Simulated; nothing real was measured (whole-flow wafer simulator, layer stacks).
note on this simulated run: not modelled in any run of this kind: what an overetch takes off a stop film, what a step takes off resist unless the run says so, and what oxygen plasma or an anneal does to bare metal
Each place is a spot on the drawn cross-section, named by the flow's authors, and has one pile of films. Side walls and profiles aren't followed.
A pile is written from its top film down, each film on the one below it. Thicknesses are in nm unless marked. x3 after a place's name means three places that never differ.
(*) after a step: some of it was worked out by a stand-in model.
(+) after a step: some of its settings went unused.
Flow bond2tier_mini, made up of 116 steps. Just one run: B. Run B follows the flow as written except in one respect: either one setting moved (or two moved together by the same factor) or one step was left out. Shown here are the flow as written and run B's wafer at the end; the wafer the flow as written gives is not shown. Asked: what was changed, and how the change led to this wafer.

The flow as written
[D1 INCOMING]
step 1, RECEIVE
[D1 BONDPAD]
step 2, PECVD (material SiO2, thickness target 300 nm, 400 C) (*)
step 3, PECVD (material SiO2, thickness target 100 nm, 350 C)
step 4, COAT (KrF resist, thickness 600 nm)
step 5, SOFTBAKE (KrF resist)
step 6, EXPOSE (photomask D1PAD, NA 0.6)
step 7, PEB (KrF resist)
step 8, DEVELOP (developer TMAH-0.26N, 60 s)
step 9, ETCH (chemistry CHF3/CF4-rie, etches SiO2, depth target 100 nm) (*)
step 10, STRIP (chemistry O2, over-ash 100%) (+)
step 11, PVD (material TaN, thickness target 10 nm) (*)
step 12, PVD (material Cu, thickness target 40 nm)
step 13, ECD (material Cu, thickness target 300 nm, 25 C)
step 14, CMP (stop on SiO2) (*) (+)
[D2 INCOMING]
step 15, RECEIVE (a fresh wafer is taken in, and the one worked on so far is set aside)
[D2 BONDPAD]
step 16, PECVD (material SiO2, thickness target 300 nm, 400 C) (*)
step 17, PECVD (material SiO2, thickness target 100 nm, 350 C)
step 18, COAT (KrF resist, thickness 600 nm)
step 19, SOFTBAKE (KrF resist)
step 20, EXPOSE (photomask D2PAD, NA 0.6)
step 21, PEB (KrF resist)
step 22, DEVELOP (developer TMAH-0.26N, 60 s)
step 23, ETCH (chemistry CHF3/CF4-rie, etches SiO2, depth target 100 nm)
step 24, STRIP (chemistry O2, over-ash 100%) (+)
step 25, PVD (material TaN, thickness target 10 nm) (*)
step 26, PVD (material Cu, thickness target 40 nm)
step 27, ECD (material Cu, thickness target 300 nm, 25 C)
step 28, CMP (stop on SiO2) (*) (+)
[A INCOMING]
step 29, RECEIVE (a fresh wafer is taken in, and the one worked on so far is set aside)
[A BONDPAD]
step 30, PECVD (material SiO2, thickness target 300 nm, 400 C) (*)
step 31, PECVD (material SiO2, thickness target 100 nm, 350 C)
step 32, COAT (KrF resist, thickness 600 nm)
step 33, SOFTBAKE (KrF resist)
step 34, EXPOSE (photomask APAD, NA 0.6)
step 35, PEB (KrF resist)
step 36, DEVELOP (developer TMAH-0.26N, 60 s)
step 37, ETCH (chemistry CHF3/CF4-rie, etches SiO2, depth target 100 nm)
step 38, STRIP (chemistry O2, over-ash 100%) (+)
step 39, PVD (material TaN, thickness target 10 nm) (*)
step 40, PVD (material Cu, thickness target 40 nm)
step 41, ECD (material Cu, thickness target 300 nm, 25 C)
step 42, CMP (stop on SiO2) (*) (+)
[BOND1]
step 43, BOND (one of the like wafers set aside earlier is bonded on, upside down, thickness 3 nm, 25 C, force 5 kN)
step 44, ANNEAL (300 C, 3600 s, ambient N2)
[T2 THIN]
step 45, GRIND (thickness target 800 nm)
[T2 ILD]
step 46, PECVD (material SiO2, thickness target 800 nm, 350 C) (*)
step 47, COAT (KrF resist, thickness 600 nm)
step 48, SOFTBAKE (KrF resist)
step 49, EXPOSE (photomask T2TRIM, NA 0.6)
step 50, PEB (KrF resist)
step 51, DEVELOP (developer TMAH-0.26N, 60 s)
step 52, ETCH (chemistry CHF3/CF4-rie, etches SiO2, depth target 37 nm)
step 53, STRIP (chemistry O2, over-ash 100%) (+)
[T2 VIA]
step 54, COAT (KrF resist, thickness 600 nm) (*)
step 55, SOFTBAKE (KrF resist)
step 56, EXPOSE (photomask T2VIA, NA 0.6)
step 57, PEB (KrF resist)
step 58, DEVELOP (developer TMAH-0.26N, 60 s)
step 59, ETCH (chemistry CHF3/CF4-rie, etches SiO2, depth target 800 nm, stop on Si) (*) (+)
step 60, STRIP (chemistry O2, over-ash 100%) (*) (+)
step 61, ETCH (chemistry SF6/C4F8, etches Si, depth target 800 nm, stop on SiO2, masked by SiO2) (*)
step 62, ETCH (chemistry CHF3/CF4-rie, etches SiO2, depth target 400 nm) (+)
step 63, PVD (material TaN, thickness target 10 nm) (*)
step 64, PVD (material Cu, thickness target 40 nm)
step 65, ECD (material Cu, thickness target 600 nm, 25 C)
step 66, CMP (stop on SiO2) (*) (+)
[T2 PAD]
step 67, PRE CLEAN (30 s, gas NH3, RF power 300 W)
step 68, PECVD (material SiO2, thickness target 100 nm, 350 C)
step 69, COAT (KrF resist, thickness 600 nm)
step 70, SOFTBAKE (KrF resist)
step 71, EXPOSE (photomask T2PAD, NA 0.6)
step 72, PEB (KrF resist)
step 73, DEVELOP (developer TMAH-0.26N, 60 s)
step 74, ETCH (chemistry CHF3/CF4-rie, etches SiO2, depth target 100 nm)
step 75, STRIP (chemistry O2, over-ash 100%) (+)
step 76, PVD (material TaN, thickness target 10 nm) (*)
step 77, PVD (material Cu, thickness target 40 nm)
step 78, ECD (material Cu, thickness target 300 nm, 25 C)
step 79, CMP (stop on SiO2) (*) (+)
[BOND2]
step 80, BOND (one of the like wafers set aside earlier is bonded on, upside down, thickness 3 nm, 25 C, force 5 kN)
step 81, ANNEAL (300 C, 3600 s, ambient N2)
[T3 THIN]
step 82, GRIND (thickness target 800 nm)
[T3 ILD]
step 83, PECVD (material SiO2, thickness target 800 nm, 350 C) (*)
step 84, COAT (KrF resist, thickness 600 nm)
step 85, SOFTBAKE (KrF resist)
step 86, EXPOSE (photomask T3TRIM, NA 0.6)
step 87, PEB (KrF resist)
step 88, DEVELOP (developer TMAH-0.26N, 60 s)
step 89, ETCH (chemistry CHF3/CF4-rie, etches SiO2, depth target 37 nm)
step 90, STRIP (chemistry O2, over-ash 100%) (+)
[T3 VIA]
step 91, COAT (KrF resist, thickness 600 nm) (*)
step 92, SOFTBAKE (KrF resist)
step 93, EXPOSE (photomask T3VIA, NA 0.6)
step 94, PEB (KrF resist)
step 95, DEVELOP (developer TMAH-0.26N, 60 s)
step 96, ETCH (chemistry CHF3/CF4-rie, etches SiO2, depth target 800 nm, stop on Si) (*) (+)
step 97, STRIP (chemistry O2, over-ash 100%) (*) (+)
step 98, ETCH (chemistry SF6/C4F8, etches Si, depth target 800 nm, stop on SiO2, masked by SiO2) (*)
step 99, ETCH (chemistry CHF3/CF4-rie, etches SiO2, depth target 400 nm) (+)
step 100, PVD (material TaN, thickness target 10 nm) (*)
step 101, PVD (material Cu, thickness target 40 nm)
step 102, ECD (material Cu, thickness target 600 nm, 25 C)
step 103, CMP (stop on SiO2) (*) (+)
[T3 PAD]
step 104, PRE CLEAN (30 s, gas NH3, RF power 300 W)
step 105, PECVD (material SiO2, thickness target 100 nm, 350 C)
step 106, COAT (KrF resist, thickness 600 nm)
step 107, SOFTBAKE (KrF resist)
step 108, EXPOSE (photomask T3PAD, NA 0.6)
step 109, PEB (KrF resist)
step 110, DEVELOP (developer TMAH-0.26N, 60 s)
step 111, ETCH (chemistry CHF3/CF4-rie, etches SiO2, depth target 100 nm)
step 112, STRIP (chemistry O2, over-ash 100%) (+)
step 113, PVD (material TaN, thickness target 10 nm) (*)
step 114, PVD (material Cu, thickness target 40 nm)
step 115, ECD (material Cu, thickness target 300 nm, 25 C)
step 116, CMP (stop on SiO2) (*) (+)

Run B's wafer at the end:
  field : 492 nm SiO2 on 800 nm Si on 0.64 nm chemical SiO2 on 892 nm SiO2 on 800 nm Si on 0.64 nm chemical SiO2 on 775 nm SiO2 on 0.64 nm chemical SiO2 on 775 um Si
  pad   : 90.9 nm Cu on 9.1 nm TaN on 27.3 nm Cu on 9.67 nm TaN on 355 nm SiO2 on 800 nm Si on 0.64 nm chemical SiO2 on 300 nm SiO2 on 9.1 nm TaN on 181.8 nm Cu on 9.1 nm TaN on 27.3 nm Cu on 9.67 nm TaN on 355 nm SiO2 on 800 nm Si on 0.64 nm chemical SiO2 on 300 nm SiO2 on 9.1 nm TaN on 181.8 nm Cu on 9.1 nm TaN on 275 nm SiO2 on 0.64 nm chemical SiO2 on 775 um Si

Cause: step 31, PECVD: thickness target 75 nm was run, while the flow as written has thickness target 100 nm.

How this came from the change, step by step:
  step 31, PECVD (material SiO2, thickness target 100 nm, 350 C)
      field, pad, via: SiO2 gains 75 (in the flow as written it would be: SiO2 gains 100)
